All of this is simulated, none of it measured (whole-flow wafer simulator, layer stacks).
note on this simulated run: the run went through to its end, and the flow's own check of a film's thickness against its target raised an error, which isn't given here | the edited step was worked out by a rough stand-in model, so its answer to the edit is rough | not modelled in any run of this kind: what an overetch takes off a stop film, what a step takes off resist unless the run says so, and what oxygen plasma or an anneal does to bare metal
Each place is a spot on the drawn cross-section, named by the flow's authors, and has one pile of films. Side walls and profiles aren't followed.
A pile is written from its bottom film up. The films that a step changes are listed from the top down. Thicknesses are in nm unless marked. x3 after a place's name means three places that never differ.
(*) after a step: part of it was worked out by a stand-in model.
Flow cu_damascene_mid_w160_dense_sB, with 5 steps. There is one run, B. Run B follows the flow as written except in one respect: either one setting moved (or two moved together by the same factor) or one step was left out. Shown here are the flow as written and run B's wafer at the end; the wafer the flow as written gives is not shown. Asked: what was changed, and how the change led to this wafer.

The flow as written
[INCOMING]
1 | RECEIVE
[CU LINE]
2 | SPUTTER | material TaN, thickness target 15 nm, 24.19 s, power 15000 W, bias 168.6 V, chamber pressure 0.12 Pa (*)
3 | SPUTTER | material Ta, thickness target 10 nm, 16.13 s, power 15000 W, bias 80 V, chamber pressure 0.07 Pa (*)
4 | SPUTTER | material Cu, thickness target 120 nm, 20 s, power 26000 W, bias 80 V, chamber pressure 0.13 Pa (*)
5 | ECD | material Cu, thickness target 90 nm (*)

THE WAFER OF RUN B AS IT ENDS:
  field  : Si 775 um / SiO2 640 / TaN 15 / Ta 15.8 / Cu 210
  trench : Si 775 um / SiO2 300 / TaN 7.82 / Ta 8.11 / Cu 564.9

What caused this: step 3, SPUTTER: thickness target 15.8 nm was run, whereas the flow has thickness target 10 nm; step 3, SPUTTER: 25.4 s was run, where the flow has 16.13 s.
The wafer itself shows it: field has Ta 15.8, and step 3 as written asks for 10 nm.

How this came from the change, step by step:
  3 | SPUTTER | material Ta, thickness target 10 nm, 16.13 s, power 15000 W, bias 80 V, chamber pressure 0.07 Pa (*)
      field: Ta gains 15.8 (new film) (it would be, as written: Ta gains 10 (new film))
      trench: Ta gains 8.11 (new film) (it would be, as written: Ta gains 5.14 (new film))
